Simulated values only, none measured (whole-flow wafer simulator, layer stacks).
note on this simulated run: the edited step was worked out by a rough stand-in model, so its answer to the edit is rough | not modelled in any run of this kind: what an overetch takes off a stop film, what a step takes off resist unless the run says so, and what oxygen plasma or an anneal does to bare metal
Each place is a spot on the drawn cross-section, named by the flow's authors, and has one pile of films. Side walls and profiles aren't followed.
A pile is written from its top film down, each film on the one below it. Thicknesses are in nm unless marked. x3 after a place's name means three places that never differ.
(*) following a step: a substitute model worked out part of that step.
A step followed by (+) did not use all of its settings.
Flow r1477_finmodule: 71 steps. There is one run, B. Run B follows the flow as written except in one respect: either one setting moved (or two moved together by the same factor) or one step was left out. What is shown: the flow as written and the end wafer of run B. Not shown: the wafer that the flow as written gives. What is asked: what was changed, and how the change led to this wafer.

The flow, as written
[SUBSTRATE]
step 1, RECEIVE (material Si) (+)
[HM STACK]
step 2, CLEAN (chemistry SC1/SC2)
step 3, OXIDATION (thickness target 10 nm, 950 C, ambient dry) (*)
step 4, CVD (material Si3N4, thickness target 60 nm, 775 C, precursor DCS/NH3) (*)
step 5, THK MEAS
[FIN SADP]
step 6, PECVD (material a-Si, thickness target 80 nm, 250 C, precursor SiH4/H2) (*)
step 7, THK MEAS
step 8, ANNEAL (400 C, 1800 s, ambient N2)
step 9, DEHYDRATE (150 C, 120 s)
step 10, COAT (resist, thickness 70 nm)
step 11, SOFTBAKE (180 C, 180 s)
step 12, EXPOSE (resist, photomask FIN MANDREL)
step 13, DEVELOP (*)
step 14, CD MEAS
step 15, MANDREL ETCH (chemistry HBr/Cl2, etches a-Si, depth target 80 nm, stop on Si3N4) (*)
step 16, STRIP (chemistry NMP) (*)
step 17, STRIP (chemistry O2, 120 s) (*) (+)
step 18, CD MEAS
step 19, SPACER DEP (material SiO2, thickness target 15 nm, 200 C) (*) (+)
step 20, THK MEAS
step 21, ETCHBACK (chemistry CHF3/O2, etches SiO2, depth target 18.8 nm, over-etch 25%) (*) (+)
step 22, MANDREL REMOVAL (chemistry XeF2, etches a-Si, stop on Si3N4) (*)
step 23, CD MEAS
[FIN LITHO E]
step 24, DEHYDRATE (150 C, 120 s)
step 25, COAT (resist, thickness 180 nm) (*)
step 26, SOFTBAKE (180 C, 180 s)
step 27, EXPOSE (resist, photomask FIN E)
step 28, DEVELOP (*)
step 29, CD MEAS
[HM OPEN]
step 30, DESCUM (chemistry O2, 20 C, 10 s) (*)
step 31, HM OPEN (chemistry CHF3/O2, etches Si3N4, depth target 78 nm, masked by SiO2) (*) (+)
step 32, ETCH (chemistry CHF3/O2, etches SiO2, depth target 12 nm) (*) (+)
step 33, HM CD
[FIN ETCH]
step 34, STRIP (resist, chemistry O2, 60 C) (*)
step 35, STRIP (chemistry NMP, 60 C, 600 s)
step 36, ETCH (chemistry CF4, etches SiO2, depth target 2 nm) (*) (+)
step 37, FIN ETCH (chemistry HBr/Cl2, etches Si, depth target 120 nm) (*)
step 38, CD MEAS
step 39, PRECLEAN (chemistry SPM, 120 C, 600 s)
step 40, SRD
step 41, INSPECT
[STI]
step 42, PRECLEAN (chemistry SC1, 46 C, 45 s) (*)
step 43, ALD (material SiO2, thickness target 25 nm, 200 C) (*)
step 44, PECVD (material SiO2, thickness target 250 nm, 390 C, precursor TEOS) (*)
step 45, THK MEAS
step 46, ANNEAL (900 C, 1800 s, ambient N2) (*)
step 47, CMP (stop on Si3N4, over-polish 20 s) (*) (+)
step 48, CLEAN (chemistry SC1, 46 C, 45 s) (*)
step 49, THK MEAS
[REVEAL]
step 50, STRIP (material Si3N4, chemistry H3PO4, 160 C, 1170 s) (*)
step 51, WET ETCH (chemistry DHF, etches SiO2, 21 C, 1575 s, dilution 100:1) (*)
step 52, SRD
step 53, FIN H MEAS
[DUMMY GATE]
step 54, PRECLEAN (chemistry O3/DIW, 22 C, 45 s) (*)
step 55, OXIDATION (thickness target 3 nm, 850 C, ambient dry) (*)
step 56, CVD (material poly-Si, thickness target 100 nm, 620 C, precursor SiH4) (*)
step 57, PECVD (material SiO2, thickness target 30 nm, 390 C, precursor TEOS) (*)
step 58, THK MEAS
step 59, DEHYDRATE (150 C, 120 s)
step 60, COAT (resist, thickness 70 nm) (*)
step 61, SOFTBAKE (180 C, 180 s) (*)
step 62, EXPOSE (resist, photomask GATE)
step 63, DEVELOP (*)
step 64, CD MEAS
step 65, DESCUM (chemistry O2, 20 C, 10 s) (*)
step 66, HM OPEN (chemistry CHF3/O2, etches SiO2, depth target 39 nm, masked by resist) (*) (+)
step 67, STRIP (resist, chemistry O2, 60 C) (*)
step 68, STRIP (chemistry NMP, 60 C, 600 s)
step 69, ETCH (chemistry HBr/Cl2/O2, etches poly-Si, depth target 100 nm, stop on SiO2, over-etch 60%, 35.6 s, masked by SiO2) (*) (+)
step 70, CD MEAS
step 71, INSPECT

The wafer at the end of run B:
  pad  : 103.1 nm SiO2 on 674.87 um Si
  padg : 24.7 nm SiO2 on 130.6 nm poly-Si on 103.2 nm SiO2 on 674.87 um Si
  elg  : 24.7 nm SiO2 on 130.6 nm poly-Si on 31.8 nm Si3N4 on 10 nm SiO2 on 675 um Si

Cause: step 56, CVD: thickness target 130.6 nm was run, whereas the flow has thickness target 100 nm.
The wafer lets one read it off: padg has poly-Si 130.6, and step 56 as written asks for 100 nm.

Step by step, how the change led to this:
  step 56, CVD (material poly-Si, thickness target 100 nm, 620 C, precursor SiH4) (*)
      pad, padg, elg and 26 more: poly-Si gains 130.6 (new film) (as written it would have been: poly-Si gains 100 (new film))
      s40cg, s40co: poly-Si gains 145 (new film) (as written it would have been: poly-Si gains 113.9 (new film))
      (and at 5 other places as well)
  step 67, STRIP (resist, chemistry O2, 60 C) (*)
      s50cg: resist loses 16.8 (all of it) (as written it would have been: resist loses 17.4 (all of it))
  step 69, ETCH (chemistry HBr/Cl2/O2, etches poly-Si, depth target 100 nm, stop on SiO2, over-etch 60%, 35.6 s, masked by SiO2) (*) (+)
      elo, e40lo, e100lo, e200lo: chemical SiO2 loses 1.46 (all of it), poly-Si loses 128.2 (all of it) (as written it would have been: chemical SiO2 loses 1.46 (all of it), poly-Si loses 97.6 (all of it), Si3N4 loses 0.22)
      pad, eso, e40so and 8 more: chemical SiO2 loses 1.46 (all of it), poly-Si loses 128.2 (all of it), SiO2 loses 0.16 (as written it would have been: chemical SiO2 loses 1.46 (all of it), poly-Si loses 97.6 (all of it), SiO2 loses 0.42)
      (and at 3 other places as well)
